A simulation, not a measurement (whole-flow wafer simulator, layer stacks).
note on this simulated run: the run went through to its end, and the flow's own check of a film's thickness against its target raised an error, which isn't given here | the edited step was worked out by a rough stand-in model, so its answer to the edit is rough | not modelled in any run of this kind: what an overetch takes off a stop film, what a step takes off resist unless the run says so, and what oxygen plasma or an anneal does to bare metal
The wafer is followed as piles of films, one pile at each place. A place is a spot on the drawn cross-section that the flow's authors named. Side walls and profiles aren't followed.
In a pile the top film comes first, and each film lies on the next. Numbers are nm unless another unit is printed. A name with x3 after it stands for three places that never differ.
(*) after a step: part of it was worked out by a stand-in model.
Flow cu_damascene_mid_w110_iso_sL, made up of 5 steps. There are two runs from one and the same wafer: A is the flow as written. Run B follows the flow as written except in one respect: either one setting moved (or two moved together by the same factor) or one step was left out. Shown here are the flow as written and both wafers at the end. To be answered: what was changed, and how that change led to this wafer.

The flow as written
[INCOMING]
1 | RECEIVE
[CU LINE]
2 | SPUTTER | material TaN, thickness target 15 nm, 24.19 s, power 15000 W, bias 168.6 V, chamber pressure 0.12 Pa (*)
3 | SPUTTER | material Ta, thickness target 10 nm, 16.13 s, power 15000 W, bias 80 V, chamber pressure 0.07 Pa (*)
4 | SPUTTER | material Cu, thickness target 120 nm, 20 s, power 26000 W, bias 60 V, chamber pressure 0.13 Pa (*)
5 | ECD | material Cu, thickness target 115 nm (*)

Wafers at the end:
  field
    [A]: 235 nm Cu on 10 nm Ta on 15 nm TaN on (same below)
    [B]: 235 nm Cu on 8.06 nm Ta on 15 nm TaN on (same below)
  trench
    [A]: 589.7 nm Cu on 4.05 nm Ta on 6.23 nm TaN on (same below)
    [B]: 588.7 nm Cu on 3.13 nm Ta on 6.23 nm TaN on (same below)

What caused this: step 3, SPUTTER: power 12090 W was run, while the flow as written has power 15000 W.

The path from the change to this, step by step:
  3 | SPUTTER | material Ta, thickness target 10 nm, 16.13 s, power 15000 W, bias 80 V, chamber pressure 0.07 Pa (*)
      field: A +10 Ta (new film) | B +8.06 Ta (new film)
      trench: A +4.05 Ta (new film) | B +3.13 Ta (new film)
